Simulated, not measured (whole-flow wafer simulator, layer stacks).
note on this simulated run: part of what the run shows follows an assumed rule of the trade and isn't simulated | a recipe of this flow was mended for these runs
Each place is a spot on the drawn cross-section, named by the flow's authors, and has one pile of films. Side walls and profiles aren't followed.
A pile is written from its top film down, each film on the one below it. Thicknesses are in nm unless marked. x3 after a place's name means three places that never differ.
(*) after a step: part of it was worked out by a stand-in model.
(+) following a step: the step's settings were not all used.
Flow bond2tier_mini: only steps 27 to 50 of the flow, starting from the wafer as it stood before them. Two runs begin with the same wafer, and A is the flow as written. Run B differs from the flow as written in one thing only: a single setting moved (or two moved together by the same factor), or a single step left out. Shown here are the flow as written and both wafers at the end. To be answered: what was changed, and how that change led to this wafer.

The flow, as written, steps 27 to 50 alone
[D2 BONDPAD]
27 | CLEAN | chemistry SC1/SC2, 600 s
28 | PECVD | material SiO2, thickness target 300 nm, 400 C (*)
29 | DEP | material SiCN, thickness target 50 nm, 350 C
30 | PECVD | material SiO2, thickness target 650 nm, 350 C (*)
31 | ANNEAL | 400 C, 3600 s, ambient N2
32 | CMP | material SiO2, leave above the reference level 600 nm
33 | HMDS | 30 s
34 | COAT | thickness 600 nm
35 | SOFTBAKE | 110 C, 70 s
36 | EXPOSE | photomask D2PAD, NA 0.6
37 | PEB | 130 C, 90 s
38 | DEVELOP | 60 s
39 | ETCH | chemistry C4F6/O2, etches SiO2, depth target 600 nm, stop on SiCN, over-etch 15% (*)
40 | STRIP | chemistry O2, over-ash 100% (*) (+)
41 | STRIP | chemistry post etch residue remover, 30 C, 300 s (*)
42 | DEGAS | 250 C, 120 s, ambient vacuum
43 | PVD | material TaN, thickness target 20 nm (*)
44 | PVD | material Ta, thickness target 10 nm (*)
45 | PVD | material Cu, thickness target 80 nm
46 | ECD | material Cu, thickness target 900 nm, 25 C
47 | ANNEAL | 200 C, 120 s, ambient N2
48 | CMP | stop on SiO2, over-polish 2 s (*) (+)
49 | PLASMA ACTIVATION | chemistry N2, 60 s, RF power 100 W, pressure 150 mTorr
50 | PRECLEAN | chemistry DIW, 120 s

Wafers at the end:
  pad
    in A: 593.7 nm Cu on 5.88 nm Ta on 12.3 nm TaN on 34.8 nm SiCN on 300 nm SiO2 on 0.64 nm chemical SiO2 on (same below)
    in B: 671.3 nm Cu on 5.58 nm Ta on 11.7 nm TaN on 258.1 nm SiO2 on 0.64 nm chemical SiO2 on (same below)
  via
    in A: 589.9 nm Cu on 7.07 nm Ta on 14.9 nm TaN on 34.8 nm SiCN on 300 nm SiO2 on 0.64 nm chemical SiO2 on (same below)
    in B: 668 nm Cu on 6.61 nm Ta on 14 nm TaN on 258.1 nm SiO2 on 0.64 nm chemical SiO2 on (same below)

The reason: step 39, ETCH: depth target 816 nm was run, while the flow as written has depth target 600 nm.

Step by step, how the change led to this:
  39 | ETCH | chemistry C4F6/O2, etches SiO2, depth target 600 nm, stop on SiCN, over-etch 15% (*)
      pad, via: A SiO2 loses 600 (all of it), SiCN loses 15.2 | B SiO2 loses 600 (all of it), SiCN loses 50 (all of it), SiO2 loses 41.9
      field: A thick-KrF-resist loses 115 | B thick-KrF-resist loses 135.6
  40 | STRIP | chemistry O2, over-ash 100% (*) (+)
      field: A thick-KrF-resist loses 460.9 (all of it) | B thick-KrF-resist loses 440.3 (all of it)
  43 | PVD | material TaN, thickness target 20 nm (*)
      pad: A TaN gains 12.3 (new film) | B TaN gains 11.7 (new film)
      via: A TaN gains 14.9 (new film) | B TaN gains 14 (new film)
  45 | PVD | material Cu, thickness target 80 nm
      pad: A Cu gains 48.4 (new film) | B Cu gains 46 (new film)
      via: A Cu gains 59 (new film) | B Cu gains 55.4 (new film)
  46 | ECD | material Cu, thickness target 900 nm, 25 C
      pad: A Cu gains 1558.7 | B Cu gains 1638.6
      via: A Cu gains 1544.3 | B Cu gains 1625.9
